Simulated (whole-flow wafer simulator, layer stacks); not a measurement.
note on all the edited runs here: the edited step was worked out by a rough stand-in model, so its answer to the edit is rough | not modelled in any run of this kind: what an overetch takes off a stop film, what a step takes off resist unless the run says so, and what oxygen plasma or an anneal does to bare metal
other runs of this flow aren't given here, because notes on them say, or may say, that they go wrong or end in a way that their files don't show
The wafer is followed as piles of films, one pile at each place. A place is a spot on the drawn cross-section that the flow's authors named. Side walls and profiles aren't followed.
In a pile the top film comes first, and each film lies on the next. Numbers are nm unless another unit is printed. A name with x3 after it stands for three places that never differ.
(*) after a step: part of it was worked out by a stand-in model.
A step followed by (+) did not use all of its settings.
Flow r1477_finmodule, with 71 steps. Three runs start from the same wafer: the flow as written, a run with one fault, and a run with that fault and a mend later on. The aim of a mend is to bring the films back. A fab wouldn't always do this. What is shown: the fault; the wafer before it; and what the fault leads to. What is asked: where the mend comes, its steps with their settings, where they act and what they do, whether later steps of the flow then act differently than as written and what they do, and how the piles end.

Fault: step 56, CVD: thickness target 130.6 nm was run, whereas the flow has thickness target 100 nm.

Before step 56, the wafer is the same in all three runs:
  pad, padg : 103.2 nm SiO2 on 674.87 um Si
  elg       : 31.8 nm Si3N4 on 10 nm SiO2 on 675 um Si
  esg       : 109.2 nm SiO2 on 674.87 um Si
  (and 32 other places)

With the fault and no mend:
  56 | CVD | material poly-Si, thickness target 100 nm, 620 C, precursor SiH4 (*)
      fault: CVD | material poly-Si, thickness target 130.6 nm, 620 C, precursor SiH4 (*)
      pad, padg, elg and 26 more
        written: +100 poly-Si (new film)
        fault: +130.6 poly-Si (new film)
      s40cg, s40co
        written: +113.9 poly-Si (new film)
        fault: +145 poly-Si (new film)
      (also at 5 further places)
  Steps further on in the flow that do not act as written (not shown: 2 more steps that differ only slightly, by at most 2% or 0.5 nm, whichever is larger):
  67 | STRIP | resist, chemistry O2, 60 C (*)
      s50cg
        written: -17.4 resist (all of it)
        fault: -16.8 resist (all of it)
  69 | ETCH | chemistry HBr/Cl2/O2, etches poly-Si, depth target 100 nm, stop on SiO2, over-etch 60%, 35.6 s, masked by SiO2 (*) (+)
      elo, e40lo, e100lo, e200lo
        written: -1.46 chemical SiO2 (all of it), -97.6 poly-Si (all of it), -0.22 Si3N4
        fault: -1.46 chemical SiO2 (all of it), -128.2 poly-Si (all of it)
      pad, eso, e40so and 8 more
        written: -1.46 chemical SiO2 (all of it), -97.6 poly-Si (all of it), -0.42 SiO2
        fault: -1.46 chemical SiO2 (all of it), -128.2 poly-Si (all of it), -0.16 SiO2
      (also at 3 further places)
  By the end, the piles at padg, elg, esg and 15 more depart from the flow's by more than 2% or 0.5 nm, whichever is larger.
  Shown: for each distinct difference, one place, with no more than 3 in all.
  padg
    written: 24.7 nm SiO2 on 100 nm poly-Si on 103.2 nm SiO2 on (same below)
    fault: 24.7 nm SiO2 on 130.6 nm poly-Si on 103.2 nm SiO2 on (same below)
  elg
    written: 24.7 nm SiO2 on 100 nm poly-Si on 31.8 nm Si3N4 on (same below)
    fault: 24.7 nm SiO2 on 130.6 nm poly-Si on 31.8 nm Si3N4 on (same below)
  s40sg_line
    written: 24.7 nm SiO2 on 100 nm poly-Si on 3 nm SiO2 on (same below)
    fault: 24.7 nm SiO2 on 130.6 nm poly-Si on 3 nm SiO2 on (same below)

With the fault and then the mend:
  After step 56 comes the mend.
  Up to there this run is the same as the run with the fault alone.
  56a | ETCH | chemistry tmah, depth target 232 nm
      pad, padg, elg and 26 more
        -130.6 poly-Si (all of it)
      s40cg, s40co
        -145 poly-Si (all of it)
      s45cg, s45co
        -144.6 poly-Si (all of it)
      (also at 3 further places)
  56b | CLEAN | chemistry SC1, 46 C, 45 s (*) (the flow's step 48 again)
      s40sg_line, s45sg_line, s50sg_line, s40so_line, s45so_line, s50so_line
        -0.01 SiO2
  56c | CVD | material poly-Si, thickness target 100 nm, 620 C, precursor SiH4 (*) (the flow's step 56 again)
      pad, padg, elg and 26 more
        +100 poly-Si (new film)
      s40cg, s40co
        +113.9 poly-Si (new film)
      s45cg, s45co
        +113.4 poly-Si (new film)
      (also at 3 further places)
  None of the later steps of the flow differs from how it acts as written, at any place that is followed, by more than 2% or 0.5 nm, whichever is larger.
  The piles end only slightly different from the flow's at the places that both follow, by no more than 2% or 0.5 nm, whichever is larger.
